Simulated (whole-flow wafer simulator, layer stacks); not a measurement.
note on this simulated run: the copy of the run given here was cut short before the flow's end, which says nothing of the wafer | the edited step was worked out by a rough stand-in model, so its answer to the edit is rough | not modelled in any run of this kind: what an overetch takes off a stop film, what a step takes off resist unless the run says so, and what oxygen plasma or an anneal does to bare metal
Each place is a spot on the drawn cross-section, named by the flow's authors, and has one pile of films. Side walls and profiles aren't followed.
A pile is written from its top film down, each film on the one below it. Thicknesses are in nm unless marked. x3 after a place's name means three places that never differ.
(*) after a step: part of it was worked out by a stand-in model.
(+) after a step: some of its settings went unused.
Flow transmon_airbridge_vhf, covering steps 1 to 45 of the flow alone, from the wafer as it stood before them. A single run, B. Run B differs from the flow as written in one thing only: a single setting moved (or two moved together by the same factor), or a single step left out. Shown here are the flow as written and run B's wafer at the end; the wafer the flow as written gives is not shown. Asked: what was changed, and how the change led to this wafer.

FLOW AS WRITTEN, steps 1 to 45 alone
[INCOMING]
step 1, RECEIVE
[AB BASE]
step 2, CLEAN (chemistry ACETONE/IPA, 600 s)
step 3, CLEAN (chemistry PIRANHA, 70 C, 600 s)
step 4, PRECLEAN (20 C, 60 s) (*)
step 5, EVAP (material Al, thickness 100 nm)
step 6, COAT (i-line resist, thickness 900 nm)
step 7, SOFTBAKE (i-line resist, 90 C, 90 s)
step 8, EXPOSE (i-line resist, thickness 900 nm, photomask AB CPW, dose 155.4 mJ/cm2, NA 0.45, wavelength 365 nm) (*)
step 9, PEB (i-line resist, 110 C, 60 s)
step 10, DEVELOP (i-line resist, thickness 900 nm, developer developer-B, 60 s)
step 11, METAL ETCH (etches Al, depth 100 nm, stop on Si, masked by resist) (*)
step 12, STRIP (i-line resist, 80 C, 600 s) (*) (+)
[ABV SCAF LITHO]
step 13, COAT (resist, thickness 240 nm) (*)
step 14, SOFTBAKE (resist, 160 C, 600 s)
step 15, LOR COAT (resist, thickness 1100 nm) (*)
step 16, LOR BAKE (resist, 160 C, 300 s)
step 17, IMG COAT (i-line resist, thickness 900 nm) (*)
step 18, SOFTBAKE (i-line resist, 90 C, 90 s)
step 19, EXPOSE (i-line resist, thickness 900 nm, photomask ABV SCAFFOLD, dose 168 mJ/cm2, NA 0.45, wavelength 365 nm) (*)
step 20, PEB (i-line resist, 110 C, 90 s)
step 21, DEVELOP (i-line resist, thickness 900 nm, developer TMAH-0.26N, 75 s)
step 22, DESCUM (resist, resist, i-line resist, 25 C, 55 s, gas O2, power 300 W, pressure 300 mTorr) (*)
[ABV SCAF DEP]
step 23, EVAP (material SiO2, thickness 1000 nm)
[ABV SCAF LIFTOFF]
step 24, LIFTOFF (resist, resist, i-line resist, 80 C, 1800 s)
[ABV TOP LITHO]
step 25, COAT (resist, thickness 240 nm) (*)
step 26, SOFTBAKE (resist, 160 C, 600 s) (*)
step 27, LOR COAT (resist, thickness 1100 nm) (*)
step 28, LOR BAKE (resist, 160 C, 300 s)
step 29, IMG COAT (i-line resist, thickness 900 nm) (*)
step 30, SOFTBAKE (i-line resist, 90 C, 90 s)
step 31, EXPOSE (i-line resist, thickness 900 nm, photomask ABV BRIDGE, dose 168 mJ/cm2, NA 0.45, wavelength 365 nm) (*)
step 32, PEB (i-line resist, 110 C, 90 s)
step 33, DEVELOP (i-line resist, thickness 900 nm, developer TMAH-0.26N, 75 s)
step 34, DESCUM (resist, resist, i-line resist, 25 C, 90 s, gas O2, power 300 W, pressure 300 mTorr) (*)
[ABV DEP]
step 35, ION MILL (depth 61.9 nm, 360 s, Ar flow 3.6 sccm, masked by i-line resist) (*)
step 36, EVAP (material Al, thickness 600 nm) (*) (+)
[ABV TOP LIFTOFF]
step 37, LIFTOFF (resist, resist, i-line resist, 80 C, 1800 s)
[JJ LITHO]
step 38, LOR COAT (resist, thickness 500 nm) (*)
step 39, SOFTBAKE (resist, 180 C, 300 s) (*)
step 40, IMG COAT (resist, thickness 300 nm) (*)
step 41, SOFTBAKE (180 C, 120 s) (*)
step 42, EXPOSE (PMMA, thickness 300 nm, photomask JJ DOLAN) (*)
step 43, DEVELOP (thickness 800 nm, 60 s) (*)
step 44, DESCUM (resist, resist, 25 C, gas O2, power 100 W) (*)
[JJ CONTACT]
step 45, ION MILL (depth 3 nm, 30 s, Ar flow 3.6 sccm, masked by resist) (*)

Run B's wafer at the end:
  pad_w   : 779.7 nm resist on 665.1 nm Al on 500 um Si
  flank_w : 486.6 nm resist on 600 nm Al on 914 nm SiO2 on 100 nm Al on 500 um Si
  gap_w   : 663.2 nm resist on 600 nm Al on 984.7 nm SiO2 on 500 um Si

What caused this: step 35, ION MILL: depth 26.3 nm was run, though the flow has depth 61.9 nm; step 35, ION MILL: 153 s was run, where the flow has 360 s.

The path from the change to this, step by step:
  step 35, ION MILL (depth 61.9 nm, 360 s, Ar flow 3.6 sccm, masked by i-line resist) (*)
      field x3, jj_line, ground_far, trace_open_s x2, margin_s, margin_n: i-line resist loses 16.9 (as written it would have been: i-line resist loses 39.7)
      flank_w, gap_w, cpw_trace, gap_e, flank_e, bridge_strip: SiO2 loses 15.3 (as written it would have been: SiO2 loses 36)
      (and at 2 other places as well)
  step 37, LIFTOFF (resist, resist, i-line resist, 80 C, 1800 s)
      field x3, jj_line, trace_open_s x2: Al loses 600 (all of it), i-line resist loses 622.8 (all of it), resist loses 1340 (all of it) (as written it would have been: Al loses 600 (all of it), i-line resist loses 600 (all of it), resist loses 1340 (all of it))
      margin_s, margin_n: Al loses 600 (all of it), i-line resist loses 341.1 (all of it), resist loses 992 (all of it) (as written it would have been: Al loses 600 (all of it), i-line resist loses 318.3 (all of it), resist loses 992 (all of it))
      (and at 1 other place as well)
